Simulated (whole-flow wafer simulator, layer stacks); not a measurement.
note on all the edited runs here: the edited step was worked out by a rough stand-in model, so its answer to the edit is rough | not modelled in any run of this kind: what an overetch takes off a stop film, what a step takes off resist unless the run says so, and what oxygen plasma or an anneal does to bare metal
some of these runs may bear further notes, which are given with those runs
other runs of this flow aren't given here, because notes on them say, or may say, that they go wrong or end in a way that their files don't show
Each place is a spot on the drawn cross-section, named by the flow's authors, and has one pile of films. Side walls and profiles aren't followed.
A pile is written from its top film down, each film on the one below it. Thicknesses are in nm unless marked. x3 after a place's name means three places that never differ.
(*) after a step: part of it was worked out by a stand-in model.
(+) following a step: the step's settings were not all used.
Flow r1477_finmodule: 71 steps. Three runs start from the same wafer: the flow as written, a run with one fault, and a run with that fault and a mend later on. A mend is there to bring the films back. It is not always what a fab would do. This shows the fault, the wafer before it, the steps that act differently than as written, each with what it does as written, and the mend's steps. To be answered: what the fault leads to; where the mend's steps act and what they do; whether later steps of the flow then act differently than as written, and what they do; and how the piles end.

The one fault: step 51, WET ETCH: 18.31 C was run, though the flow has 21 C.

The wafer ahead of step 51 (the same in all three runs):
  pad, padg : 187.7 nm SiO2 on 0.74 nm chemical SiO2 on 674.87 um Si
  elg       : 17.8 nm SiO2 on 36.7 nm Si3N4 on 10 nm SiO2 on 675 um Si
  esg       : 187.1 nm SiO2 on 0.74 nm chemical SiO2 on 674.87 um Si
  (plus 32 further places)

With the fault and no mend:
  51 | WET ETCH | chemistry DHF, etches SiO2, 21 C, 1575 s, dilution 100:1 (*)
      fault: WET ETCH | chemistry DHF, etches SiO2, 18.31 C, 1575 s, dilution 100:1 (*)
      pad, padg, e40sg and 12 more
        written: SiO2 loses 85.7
        fault: SiO2 loses 76.7
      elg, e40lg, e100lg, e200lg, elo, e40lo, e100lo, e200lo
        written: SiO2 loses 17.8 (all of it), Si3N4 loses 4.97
        fault: SiO2 loses 17.8 (all of it), Si3N4 loses 3.99
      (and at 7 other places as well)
  Steps later in the flow that act otherwise than as written (1 other step is not shown; it differs only slightly, by no more than 2% or 0.5 nm, whichever is larger):
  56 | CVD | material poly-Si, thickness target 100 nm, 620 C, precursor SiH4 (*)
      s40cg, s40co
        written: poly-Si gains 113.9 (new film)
        fault: poly-Si gains 105.6 (new film)
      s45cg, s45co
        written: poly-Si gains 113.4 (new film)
        fault: poly-Si gains 105.1 (new film)
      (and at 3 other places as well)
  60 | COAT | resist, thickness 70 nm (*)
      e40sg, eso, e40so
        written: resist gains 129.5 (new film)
        fault: resist gains 121.9 (new film)
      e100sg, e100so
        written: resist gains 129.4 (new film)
        fault: resist gains 121.8 (new film)
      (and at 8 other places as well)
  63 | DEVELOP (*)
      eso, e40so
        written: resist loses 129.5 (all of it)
        fault: resist loses 121.9 (all of it)
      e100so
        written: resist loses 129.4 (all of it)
        fault: resist loses 121.8 (all of it)
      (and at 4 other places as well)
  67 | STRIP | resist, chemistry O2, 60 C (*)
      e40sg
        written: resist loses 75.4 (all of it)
        fault: resist loses 67.8 (all of it)
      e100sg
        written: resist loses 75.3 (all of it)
        fault: resist loses 67.7 (all of it)
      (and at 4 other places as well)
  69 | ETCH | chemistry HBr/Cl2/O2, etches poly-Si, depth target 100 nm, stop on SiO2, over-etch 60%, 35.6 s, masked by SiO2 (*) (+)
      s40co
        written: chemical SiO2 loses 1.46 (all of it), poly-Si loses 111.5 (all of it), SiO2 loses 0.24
        fault: chemical SiO2 loses 1.42 (all of it), poly-Si loses 103.2 (all of it), SiO2 loses 0.28
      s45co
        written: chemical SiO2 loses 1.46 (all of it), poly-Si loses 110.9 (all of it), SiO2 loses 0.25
        fault: chemical SiO2 loses 1.42 (all of it), poly-Si loses 102.7 (all of it), SiO2 loses 0.29
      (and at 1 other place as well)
  The piles end different from the flow's at pad, padg, elg and 27 more by more than 2% or 0.5 nm, whichever is larger.
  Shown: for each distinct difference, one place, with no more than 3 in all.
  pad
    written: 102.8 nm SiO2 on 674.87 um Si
    fault: 111.8 nm SiO2 on 674.87 um Si
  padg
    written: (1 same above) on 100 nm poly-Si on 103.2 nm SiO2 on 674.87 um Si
    fault: (1 same above) on 100 nm poly-Si on 112.2 nm SiO2 on 674.87 um Si
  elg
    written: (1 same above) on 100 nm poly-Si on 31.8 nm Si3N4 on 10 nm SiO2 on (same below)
    fault: (1 same above) on 100 nm poly-Si on 32.7 nm Si3N4 on 10 nm SiO2 on (same below)

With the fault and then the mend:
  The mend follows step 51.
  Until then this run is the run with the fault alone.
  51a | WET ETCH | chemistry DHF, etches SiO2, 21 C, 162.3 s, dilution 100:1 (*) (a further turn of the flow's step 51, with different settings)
      pad, padg, e40sg and 12 more
        SiO2 loses 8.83
      elg, e40lg, e100lg, e200lg, elo, e40lo, e100lo, e200lo
        Si3N4 loses 0.74
      esg, s40cg, s45cg, s50cg, s40co, s45co, s50co
        SiO2 loses 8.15
  Every later step of the flow that is run acts as written, at every place that is followed, to within 2% or 0.5 nm, whichever is larger.
  At the end the piles are close to the flow's at the places that both follow, differing by at most 2% or 0.5 nm, whichever is larger.
